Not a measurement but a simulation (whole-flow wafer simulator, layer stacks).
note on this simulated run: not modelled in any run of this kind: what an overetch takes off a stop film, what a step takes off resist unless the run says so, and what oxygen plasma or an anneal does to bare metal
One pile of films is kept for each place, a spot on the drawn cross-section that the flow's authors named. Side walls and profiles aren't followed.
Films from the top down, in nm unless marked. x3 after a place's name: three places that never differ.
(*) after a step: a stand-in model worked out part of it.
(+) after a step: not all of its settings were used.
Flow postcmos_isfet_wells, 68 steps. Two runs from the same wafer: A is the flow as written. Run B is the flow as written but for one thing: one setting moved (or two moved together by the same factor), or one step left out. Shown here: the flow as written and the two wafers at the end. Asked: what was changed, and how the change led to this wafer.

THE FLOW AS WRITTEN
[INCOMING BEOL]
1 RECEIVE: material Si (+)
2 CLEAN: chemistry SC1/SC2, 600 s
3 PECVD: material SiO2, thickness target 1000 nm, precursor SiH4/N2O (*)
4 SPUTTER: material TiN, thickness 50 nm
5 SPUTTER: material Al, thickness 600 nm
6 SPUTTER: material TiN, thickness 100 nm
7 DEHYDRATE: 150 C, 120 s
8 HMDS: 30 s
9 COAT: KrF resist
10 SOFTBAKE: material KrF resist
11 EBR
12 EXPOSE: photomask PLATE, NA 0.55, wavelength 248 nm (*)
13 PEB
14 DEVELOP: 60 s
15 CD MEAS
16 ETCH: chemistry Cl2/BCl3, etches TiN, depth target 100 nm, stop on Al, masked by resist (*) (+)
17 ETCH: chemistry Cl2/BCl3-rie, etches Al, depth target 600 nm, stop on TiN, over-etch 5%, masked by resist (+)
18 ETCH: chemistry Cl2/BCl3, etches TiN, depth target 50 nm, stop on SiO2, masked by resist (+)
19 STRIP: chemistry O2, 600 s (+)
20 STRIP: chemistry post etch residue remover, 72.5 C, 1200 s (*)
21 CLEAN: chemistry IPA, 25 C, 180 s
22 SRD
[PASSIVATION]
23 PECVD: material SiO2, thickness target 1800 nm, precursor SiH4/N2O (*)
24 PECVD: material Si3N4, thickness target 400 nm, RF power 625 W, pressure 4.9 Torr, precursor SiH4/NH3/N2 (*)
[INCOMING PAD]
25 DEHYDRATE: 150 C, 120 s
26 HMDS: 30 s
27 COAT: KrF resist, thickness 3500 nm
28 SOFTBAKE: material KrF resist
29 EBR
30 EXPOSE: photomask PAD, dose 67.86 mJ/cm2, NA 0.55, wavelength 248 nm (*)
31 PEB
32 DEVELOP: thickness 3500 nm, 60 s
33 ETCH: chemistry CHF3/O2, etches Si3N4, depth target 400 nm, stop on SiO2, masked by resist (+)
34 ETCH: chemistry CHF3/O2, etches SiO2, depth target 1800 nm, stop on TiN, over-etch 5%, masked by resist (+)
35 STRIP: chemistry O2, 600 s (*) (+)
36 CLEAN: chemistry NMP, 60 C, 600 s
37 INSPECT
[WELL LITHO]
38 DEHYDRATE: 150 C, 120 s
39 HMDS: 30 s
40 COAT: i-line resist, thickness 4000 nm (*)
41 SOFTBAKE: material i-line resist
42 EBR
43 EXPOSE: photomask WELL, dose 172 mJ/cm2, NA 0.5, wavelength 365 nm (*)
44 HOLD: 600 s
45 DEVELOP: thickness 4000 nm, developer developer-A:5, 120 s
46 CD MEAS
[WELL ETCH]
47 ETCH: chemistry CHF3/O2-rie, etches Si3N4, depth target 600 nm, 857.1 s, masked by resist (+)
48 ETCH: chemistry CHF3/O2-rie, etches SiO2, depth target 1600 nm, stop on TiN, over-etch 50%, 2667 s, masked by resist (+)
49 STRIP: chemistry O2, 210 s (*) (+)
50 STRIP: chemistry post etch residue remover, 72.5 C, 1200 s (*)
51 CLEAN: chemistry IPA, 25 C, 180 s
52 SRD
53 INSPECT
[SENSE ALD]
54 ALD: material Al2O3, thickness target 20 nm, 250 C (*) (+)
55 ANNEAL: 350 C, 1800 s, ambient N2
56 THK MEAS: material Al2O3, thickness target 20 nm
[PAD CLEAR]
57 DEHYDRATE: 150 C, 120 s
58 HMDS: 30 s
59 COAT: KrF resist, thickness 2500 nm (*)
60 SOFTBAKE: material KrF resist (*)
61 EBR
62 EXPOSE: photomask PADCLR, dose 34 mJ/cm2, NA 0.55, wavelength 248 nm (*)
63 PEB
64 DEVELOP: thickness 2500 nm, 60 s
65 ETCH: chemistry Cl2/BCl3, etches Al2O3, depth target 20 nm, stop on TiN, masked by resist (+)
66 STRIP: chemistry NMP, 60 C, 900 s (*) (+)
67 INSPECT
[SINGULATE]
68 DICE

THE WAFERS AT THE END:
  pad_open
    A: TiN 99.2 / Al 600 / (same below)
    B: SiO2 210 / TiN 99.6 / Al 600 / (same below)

The cause: step 33, ETCH: depth target 200 nm was run, where the flow has depth target 400 nm.

How the change led to this, step by step:
  33 ETCH: chemistry CHF3/O2, etches Si3N4, depth target 400 nm, stop on SiO2, masked by resist (+)
      pad_open: A Si3N4 -400 (all of it) | B Si3N4 -200
      field, margin, well900, well1300 x3, pad_rim, pad_clr: A KrF resist -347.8 | B KrF resist -173.9
  34 ETCH: chemistry CHF3/O2, etches SiO2, depth target 1800 nm, stop on TiN, over-etch 5%, masked by resist (+)
      pad_open: A SiO2 -1800 (all of it) | B Si3N4 -200 (all of it), SiO2 -1590
  35 STRIP: chemistry O2, 600 s (*) (+)
      field, margin, well900, well1300 x3, pad_rim, pad_clr: A KrF resist -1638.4 (all of it) | B KrF resist -1812.3 (all of it)
  41 SOFTBAKE: material i-line resist
      pad_clr: A i-line resist -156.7 | B i-line resist -135.9
      pad_open: A i-line resist +115.3 | B i-line resist +105.9
  49 STRIP: chemistry O2, 210 s (*) (+)
      pad_clr: A i-line resist -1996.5 (all of it) | B i-line resist -2083 (all of it)
      pad_open: A i-line resist -3816.3 (all of it) | B i-line resist -3731.6 (all of it)
  59 COAT: KrF resist, thickness 2500 nm (*)
      pad_rim: A KrF resist +1976.4 (new film) | B KrF resist +2024.2 (new film)
      pad_clr: A KrF resist +1691.6 (new film) | B KrF resist +1762.2 (new film)
  60 SOFTBAKE: material KrF resist (*)
      pad_clr: A KrF resist -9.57 | B KrF resist -8.69
  64 DEVELOP: thickness 2500 nm, 60 s
      pad_clr: A KrF resist -1682 (all of it) | B KrF resist -1753.5 (all of it)
  66 STRIP: chemistry NMP, 60 C, 900 s (*) (+)
      pad_rim: A KrF resist -1937.7 (all of it) | B KrF resist -1985.3 (all of it)
